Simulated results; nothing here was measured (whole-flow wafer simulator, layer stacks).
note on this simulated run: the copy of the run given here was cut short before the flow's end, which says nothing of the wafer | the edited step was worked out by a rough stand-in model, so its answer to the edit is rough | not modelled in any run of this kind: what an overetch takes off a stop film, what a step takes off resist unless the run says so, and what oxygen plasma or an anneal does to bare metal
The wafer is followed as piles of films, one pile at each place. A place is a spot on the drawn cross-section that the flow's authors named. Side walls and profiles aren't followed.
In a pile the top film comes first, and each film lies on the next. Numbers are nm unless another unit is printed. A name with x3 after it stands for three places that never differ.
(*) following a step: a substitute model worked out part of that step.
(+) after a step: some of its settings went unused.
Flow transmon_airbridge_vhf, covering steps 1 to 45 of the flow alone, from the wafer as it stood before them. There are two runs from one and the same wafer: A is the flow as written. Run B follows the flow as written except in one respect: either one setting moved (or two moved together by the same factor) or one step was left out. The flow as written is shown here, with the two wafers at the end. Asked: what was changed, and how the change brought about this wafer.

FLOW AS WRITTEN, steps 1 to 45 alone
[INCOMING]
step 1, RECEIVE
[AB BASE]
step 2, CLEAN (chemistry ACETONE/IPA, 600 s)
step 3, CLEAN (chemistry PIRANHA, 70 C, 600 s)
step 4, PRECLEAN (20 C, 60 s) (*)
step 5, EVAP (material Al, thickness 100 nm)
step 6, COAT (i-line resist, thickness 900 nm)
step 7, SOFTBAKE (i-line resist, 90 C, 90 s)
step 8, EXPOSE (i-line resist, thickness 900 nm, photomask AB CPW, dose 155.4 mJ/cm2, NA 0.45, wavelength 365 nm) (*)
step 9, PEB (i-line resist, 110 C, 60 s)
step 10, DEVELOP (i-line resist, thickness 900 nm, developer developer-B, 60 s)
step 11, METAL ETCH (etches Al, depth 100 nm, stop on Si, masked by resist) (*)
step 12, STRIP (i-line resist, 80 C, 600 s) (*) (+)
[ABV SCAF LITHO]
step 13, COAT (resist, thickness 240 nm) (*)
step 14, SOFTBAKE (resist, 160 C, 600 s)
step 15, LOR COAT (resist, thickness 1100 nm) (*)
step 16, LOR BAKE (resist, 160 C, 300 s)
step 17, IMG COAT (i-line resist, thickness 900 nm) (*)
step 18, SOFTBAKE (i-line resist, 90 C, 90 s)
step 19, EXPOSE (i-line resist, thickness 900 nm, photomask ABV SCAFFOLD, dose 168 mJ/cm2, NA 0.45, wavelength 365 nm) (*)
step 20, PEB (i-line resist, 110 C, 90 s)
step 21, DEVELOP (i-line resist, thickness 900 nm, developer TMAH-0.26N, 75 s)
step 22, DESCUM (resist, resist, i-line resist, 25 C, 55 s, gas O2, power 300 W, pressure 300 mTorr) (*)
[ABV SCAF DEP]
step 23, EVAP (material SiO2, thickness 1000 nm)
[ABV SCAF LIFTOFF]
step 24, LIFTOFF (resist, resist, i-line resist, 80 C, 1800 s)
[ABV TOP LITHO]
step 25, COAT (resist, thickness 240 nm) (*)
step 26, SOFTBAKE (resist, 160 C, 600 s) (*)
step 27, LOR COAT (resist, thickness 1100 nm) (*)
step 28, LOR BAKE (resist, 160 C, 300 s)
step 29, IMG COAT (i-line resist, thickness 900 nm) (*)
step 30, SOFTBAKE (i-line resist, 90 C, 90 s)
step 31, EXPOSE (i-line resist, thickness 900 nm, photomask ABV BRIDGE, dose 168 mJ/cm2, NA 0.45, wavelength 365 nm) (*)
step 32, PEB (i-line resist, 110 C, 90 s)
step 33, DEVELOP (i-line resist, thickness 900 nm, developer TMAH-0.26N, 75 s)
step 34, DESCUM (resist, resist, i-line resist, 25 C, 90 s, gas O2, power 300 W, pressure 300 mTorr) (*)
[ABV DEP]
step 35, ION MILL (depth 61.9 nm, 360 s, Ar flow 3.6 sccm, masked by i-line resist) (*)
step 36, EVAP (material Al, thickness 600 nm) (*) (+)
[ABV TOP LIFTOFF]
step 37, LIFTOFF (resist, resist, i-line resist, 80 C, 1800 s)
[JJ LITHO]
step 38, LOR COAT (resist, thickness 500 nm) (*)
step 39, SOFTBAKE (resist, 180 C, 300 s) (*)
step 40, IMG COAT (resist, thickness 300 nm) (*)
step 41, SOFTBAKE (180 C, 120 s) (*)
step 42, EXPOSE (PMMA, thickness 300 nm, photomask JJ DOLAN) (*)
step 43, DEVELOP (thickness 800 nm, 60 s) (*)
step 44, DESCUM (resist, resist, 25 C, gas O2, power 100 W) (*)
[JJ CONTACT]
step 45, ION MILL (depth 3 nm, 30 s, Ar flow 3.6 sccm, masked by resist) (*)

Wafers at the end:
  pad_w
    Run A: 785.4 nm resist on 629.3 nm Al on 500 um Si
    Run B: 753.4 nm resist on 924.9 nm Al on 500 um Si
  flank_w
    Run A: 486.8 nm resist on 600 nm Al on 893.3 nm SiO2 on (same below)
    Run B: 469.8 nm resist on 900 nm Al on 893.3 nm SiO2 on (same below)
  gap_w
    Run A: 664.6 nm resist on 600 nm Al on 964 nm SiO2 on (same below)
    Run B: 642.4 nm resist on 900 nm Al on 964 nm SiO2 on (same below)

What caused this: step 36, EVAP: thickness 900 nm was run, while the flow as written has thickness 600 nm.
The wafer lets one read it off: flank_w has Al 900, and step 36 as written asks for 600 nm.

The path from the change to this, step by step:
  step 36, EVAP (material Al, thickness 600 nm) (*) (+)
      field x3, jj_line, ground_far and 10 more: A +600 Al (new film) | B +900 Al (new film)
      pad_w, pad_e: A +591.2 Al | B +886.8 Al
  step 37, LIFTOFF (resist, resist, i-line resist, 80 C, 1800 s)
      field x3, jj_line, trace_open_s x2: A -600 Al (all of it), -600 i-line resist (all of it), -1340 resist (all of it) | B -900 Al (all of it), -600 i-line resist (all of it), -1340 resist (all of it)
      margin_s, margin_n: A -600 Al (all of it), -318.3 i-line resist (all of it), -992 resist (all of it) | B -900 Al (all of it), -318.3 i-line resist (all of it), -992 resist (all of it)
      (as well as at 1 more place)
  step 38, LOR COAT (resist, thickness 500 nm) (*)
      pad_w, pad_e: A +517 resist (new film) | B +497.1 resist (new film)
      flank_w, flank_e: A +306.5 resist (new film) | B +299.2 resist (new film)
      (as well as at 6 more places)
  step 40, IMG COAT (resist, thickness 300 nm) (*)
      pad_w, pad_e: A +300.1 resist | B +288 resist
      flank_w, flank_e: A +212.1 resist | B +202.4 resist
      (as well as at 6 more places)
